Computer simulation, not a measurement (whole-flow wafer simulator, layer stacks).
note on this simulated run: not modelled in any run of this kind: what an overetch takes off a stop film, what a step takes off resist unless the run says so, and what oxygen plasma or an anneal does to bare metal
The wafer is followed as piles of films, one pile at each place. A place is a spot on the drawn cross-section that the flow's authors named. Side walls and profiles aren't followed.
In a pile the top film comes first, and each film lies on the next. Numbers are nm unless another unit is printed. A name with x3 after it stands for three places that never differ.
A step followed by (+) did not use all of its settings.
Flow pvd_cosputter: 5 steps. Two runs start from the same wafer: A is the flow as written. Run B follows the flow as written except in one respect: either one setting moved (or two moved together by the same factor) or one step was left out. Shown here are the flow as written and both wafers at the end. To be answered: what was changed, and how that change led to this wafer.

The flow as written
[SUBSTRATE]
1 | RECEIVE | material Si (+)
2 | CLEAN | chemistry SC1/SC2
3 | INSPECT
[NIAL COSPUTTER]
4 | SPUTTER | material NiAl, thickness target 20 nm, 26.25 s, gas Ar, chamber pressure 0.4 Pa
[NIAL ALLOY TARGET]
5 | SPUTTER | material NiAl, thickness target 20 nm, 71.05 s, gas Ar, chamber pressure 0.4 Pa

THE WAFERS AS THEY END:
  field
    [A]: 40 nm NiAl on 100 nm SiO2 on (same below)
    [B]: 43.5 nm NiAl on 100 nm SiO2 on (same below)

What caused this: step 5, SPUTTER: thickness target 23.5 nm was run, whereas the flow has thickness target 20 nm.

The path from the change to this, step by step:
  5 | SPUTTER | material NiAl, thickness target 20 nm, 71.05 s, gas Ar, chamber pressure 0.4 Pa
      field: A NiAl gains 20 | B NiAl gains 23.5
